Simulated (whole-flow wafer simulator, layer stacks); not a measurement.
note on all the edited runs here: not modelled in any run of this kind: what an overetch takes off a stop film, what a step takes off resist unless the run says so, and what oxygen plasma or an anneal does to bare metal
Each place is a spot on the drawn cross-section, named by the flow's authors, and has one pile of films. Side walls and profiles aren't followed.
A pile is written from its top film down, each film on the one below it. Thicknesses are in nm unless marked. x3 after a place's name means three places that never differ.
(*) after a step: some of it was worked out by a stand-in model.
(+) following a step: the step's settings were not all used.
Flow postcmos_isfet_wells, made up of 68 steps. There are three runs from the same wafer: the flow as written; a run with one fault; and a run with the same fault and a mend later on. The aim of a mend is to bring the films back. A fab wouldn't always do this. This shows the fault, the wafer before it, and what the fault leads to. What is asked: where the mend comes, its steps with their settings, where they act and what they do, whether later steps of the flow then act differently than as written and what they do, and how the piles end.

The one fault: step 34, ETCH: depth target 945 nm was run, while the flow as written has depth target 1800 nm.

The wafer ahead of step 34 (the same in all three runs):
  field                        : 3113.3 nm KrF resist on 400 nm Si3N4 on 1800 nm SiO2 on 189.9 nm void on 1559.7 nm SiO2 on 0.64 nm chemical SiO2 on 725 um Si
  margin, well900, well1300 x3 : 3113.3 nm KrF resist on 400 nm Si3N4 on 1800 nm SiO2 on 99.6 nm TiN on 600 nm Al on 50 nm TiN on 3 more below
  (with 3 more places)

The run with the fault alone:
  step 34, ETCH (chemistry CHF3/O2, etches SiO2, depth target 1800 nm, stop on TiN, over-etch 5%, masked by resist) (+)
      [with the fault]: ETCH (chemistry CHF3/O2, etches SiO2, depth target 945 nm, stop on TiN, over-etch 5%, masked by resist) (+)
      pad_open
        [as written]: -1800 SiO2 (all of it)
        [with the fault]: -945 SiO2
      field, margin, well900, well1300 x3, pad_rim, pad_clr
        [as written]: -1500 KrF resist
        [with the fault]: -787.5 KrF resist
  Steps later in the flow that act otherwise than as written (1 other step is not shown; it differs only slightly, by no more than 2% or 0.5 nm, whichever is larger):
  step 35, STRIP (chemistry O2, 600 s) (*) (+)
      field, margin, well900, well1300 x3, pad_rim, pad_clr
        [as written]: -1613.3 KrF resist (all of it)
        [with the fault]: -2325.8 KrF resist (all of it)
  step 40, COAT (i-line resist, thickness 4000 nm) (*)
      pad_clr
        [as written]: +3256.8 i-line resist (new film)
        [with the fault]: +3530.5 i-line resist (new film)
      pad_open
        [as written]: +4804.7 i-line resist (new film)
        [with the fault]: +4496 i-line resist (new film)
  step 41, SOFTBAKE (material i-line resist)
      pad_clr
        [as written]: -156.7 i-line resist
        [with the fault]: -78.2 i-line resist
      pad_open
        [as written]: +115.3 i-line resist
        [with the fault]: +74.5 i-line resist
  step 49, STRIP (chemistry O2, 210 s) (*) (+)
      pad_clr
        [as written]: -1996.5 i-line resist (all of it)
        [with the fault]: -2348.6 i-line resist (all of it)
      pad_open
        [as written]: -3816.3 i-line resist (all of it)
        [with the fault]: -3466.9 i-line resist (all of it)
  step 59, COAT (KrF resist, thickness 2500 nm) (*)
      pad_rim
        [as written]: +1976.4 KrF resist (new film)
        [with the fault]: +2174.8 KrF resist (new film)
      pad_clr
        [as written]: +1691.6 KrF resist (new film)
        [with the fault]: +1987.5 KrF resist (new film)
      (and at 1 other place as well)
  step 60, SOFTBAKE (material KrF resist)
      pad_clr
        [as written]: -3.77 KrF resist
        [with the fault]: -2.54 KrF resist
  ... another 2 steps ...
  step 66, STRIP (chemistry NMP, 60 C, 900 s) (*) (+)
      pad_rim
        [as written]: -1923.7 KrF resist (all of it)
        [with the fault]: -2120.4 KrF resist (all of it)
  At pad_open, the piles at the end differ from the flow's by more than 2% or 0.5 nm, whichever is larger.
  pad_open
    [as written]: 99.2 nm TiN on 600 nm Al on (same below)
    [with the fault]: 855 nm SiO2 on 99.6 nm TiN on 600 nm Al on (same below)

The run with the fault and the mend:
  The mend stands after step 34.
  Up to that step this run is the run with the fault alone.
  step 34a, ETCH (chemistry CHF3/O2, etches SiO2, depth target 855 nm, stop on TiN, over-etch 5%, masked by resist) (the flow's step 34 again, with other settings)
      field, margin, well900, well1300 x3, pad_rim, pad_clr
        -712.5 KrF resist
      pad_open
        -855 SiO2 (all of it)
  Later steps of the flow that are run all act as written at every place that is followed.
  By the end, the piles equal the flow's at every place that both follow.
